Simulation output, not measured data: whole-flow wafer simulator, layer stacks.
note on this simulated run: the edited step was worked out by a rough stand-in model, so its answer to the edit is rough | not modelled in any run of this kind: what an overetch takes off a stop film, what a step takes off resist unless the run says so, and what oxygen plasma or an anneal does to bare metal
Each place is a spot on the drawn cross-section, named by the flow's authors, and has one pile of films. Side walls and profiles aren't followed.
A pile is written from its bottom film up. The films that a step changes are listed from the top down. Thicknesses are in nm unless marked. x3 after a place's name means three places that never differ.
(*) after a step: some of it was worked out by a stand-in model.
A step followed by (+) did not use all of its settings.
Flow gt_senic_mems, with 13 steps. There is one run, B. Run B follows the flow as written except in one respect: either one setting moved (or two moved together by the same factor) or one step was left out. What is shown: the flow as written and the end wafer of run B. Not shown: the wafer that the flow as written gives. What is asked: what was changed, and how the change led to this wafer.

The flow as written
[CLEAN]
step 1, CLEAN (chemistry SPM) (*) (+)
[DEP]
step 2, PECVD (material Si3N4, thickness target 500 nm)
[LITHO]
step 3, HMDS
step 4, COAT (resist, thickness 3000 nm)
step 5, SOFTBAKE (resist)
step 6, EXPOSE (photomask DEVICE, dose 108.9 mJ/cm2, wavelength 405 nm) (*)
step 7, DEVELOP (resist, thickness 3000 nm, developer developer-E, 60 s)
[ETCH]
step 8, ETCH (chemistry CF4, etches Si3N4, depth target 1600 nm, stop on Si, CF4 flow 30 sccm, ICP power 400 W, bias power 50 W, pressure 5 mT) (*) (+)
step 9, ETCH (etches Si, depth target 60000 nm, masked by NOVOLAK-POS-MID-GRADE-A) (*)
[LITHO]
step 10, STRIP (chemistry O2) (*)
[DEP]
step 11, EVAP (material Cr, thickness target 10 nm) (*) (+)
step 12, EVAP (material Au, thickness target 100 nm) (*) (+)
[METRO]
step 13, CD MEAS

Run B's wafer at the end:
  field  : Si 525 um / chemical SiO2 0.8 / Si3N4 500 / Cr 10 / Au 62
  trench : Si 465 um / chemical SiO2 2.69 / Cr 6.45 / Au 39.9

The reason: step 12, EVAP: thickness target 62 nm was run, while the flow as written has thickness target 100 nm.
One can read it off the wafer: field has Au 62, and step 12 as written asks for 100 nm.

The path from the change to this, step by step:
  step 12, EVAP (material Au, thickness target 100 nm) (*) (+)
      field: Au gains 62 (new film) (it would be, as written: Au gains 100 (new film))
      trench: Au gains 39.9 (new film) (it would be, as written: Au gains 64.1 (new film))
